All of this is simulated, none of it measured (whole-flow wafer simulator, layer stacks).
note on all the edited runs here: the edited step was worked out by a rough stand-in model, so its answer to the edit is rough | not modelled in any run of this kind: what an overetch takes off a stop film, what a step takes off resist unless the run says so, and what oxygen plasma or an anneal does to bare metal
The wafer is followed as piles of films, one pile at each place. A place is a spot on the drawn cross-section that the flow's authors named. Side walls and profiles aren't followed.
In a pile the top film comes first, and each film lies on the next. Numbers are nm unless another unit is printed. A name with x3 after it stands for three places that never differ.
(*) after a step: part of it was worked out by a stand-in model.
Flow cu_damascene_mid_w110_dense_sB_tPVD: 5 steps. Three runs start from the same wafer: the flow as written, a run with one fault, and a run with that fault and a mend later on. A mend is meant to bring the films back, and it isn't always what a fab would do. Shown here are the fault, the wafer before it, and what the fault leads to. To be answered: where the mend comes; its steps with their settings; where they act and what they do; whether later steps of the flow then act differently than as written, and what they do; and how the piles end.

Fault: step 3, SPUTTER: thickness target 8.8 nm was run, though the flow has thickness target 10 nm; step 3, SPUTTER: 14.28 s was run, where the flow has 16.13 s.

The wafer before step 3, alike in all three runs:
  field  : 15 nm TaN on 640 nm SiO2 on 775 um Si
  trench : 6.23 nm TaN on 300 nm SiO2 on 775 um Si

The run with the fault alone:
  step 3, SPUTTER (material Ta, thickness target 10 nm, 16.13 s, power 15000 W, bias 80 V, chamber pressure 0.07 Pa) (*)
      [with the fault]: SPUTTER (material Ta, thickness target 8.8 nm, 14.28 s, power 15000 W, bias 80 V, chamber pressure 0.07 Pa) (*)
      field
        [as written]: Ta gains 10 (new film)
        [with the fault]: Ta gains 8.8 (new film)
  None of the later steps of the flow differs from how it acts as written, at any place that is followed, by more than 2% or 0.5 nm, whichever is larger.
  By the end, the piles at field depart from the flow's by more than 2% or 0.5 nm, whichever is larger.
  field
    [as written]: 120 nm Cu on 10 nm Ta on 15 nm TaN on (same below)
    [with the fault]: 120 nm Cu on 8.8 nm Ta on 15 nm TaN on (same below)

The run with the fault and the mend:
  The mend follows step 3.
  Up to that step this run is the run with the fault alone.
  step 3a, SPUTTER (material Ta, thickness target 1.15 nm, 1.855 s, power 15000 W, bias 80 V, chamber pressure 0.07 Pa) (*) (the flow's step 3 again, with other settings)
      field
        Ta gains 1.15
      trench
        Ta gains 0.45
  None of the later steps of the flow acts differently than as written at any place that is followed.
  When the end is reached, the piles differ only a little from the flow's at the places that both follow, at most by 2% or 0.5 nm, whichever is larger.
